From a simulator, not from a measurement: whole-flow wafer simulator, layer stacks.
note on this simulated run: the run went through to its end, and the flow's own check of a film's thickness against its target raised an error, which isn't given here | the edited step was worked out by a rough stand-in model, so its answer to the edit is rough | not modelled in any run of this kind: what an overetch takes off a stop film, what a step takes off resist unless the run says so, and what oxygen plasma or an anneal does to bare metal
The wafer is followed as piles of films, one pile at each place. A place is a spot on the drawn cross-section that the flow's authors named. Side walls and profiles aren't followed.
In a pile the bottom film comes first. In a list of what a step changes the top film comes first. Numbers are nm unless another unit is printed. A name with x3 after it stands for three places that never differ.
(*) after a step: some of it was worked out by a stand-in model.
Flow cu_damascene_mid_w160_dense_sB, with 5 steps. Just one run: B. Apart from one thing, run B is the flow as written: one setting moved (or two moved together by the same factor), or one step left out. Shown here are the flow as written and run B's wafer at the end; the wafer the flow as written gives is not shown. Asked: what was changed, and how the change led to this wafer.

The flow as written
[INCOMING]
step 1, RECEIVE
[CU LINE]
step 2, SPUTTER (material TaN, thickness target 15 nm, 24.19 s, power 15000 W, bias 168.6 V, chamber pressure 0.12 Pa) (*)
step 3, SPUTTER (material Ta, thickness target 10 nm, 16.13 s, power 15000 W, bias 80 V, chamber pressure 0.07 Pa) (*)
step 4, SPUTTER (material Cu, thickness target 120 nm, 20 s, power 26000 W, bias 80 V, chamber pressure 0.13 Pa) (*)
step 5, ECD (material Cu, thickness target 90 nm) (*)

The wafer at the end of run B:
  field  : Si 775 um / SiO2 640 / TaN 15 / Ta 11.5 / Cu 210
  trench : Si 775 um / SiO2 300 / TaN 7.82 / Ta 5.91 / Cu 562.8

What caused this: step 3, SPUTTER: thickness target 11.5 nm was run, whereas the flow has thickness target 10 nm; step 3, SPUTTER: 18.55 s was run, where the flow has 16.13 s.
The wafer lets one read it off: field has Ta 11.5, and step 3 as written asks for 10 nm.

The path from the change to this, step by step:
  step 3, SPUTTER (material Ta, thickness target 10 nm, 16.13 s, power 15000 W, bias 80 V, chamber pressure 0.07 Pa) (*)
      field: +11.5 Ta (new film) (it would be, as written: +10 Ta (new film))
      trench: +5.91 Ta (new film) (it would be, as written: +5.14 Ta (new film))
